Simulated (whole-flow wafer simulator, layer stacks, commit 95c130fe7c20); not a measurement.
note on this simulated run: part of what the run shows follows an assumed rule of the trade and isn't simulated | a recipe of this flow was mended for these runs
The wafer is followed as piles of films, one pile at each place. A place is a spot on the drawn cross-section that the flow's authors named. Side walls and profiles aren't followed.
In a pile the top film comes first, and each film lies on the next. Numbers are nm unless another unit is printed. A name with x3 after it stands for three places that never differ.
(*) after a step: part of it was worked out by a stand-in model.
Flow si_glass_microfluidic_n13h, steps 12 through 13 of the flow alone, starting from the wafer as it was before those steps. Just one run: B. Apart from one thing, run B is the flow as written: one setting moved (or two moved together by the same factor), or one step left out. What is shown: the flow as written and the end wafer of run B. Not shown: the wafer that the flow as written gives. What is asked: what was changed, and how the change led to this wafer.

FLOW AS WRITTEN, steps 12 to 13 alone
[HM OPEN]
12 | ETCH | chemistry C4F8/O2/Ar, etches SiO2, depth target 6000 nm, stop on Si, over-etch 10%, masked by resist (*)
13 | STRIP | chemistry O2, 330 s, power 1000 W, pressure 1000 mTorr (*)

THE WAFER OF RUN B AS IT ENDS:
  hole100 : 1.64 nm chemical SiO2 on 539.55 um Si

Cause: step 12, ETCH: depth target 5499 nm was run, though the flow has depth target 6000 nm.

The path from the change to this, step by step:
  12 | ETCH | chemistry C4F8/O2/Ar, etches SiO2, depth target 6000 nm, stop on Si, over-etch 10%, masked by resist (*)
      land: -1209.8 thick-i-line-resist (as written it would have been: -1320 thick-i-line-resist)
      hole100: -6000 SiO2 (all of it), -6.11 Si (as written it would have been: -6000 SiO2 (all of it), -75 Si)
  13 | STRIP | chemistry O2, 330 s, power 1000 W, pressure 1000 mTorr (*)
      land: -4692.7 thick-i-line-resist (all of it) (as written it would have been: -4582.5 thick-i-line-resist (all of it))
